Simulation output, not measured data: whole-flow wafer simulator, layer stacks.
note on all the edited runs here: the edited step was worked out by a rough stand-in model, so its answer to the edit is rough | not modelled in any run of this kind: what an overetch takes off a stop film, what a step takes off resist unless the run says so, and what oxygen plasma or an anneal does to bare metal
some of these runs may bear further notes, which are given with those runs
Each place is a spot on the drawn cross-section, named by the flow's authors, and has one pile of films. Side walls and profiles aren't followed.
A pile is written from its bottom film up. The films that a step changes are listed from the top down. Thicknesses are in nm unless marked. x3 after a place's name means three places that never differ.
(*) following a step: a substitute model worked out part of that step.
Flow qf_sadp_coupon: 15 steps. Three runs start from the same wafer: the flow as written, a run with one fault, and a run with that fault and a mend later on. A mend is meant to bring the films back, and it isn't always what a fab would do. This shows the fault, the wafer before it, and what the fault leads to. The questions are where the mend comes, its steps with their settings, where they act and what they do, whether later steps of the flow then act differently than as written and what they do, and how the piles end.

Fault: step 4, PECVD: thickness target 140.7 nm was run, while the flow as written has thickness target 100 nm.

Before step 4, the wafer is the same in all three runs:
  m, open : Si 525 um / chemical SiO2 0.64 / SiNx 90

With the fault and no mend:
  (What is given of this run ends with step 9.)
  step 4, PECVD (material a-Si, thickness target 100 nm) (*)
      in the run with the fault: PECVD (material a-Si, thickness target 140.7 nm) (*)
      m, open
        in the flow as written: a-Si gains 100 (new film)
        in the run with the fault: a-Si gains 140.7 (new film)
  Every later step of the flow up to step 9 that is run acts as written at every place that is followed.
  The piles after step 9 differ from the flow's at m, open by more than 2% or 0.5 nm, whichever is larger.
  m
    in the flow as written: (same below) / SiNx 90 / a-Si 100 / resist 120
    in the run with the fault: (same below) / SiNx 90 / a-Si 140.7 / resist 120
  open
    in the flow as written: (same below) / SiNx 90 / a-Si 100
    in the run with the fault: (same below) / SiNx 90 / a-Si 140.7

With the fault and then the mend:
  After step 4 comes the mend.
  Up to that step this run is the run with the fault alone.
  step 4a, ETCH (chemistry tmah, depth target 161.8 nm)
      m, open
        a-Si loses 140.7 (all of it)
  step 4b, PECVD (material a-Si, thickness target 100 nm) (*) (a further turn of the flow's step 4)
      m, open
        a-Si gains 100 (new film)
  Every later step of the flow that is run acts as written at every place that is followed.
  The piles end the same as the flow's at every place that both follow.
